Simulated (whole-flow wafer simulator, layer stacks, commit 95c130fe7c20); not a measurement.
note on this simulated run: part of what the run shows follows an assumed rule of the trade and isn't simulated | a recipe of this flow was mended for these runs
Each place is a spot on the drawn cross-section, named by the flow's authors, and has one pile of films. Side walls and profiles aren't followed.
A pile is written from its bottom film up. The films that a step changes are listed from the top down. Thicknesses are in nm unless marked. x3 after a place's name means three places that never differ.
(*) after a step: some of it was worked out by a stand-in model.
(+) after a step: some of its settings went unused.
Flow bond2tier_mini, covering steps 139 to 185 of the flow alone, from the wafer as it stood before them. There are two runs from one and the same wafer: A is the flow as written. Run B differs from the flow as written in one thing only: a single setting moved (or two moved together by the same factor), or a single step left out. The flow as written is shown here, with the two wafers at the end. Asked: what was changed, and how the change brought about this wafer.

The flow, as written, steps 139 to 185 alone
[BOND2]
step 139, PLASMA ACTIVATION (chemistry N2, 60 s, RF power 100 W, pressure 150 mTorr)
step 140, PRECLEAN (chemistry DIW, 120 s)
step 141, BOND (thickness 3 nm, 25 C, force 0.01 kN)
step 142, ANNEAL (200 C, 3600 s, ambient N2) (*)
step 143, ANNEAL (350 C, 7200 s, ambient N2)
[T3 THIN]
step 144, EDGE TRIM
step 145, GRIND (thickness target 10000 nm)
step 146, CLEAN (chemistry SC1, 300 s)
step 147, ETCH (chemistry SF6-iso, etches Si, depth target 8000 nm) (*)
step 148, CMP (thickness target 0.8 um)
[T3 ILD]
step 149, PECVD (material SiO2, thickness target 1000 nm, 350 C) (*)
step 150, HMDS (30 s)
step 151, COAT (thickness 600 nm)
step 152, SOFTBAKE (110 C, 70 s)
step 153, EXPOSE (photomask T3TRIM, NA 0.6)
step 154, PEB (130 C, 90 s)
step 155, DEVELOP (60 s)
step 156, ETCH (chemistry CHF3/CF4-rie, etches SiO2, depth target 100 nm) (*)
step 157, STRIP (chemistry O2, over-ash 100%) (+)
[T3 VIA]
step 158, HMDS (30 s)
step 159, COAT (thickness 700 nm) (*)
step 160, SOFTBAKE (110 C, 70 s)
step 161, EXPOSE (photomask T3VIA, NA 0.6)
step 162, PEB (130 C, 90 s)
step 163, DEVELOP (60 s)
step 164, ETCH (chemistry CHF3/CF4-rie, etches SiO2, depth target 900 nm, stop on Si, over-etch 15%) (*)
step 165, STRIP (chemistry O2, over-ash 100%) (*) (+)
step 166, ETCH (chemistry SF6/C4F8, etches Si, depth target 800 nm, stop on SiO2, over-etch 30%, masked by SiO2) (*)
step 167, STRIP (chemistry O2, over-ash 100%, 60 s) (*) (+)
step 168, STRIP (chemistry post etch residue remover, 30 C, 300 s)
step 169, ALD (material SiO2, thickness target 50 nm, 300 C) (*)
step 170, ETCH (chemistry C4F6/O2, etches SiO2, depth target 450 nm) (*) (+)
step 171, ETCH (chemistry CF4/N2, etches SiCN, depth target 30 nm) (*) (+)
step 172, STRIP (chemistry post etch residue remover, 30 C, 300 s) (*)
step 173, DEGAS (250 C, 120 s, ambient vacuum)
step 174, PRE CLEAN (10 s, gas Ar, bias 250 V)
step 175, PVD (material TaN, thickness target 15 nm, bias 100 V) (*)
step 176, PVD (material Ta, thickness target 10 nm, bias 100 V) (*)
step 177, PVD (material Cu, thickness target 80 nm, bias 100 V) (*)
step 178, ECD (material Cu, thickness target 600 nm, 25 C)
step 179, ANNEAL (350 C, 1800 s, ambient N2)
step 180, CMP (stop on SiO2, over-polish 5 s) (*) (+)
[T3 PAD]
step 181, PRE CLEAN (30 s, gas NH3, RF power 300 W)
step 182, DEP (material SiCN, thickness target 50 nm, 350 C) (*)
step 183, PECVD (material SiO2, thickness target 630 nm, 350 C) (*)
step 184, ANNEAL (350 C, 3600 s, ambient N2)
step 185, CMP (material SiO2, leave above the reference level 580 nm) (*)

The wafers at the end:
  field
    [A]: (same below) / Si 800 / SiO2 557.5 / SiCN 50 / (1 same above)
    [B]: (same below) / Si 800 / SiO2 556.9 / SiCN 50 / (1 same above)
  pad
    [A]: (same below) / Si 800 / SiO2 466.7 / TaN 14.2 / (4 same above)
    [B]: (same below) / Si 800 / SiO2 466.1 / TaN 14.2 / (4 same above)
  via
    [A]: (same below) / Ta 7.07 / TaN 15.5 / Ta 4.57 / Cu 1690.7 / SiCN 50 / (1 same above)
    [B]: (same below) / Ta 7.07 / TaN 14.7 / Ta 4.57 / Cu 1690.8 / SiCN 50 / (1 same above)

The reason: step 174, PRE CLEAN: 12 s was run, though the flow has 10 s.

Step by step, how the change led to this:
  step 174, PRE CLEAN (10 s, gas Ar, bias 250 V)
      field, pad: A SiO2 loses 3 | B SiO2 loses 3.6
      via: A TaN loses 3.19 | B TaN loses 3.97
